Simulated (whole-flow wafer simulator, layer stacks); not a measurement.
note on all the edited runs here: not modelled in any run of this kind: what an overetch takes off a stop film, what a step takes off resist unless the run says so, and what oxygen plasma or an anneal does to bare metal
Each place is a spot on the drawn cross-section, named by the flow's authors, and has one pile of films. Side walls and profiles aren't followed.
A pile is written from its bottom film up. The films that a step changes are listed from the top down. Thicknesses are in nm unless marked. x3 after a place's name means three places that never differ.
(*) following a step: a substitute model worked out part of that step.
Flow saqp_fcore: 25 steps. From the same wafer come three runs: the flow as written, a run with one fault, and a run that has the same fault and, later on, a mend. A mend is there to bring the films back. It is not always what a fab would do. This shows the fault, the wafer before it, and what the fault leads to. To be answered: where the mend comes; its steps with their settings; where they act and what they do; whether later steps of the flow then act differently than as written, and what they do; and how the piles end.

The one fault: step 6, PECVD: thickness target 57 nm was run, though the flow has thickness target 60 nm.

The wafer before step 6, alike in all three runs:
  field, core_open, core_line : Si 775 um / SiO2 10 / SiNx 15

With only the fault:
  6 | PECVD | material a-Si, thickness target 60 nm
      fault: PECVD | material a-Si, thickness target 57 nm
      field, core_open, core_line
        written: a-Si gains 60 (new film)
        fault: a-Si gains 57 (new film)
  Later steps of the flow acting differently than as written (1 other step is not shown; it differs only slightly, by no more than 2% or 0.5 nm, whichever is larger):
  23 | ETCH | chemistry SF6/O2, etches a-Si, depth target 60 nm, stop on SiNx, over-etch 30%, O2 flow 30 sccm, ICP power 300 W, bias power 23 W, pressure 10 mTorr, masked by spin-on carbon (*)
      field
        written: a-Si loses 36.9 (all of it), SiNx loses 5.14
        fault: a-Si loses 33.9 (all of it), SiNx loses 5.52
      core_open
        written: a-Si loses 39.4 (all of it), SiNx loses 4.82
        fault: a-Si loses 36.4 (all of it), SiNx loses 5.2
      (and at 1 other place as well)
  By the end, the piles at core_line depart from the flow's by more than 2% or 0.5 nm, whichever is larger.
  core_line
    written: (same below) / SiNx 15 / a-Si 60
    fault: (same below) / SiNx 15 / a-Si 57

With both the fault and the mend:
  The mend stands after step 7.
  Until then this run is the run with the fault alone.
  7a | PECVD | material a-Si, thickness target 3 nm (the flow's step 6, run once more with other settings)
      field, core_open, core_line
        a-Si gains 3
  None of the later steps of the flow acts differently than as written at any place that is followed.
  The piles end the same as the flow's at every place that both follow.
